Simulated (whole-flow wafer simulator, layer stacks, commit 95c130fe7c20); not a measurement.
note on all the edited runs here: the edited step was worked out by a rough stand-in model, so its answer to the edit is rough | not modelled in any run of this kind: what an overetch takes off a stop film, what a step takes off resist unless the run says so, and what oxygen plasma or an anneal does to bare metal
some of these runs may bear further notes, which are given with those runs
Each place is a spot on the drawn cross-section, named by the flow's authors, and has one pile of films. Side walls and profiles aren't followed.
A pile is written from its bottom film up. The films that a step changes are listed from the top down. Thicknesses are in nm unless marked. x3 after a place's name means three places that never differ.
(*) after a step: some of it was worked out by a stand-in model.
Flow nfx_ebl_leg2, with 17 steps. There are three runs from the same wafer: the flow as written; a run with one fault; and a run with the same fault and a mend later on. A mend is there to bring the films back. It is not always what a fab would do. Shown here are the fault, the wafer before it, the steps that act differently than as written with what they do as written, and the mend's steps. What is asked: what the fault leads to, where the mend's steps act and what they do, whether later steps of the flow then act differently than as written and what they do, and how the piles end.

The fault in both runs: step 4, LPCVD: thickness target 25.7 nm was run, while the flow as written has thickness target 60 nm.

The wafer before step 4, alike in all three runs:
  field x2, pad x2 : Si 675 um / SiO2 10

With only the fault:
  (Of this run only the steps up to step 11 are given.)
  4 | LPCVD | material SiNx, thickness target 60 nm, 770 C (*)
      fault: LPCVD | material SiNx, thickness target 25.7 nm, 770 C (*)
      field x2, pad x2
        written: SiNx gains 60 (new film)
        fault: SiNx gains 25.7 (new film)
  Later steps of the flow up to step 11 that are run all act as written at every place that is followed.
  Once step 11 is done, the piles at field x2, pad x2 depart from the flow's by more than 2% or 0.5 nm, whichever is larger.
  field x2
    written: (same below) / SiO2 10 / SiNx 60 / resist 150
    fault: (same below) / SiO2 10 / SiNx 25.7 / resist 150
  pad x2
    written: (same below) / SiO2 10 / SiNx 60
    fault: (same below) / SiO2 10 / SiNx 25.7

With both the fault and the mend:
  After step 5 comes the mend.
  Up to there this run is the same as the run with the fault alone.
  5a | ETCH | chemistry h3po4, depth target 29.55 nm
      field x2, pad x2
        SiNx loses 25.7 (all of it)
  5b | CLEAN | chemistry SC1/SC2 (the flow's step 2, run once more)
      does not change any film at any place that is followed
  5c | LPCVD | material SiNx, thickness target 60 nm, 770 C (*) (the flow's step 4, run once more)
      field x2, pad x2
        SiNx gains 60 (new film)
  Later steps of the flow that are run all act as written at every place that is followed.
  The piles end the same as the flow's at every place that both follow.
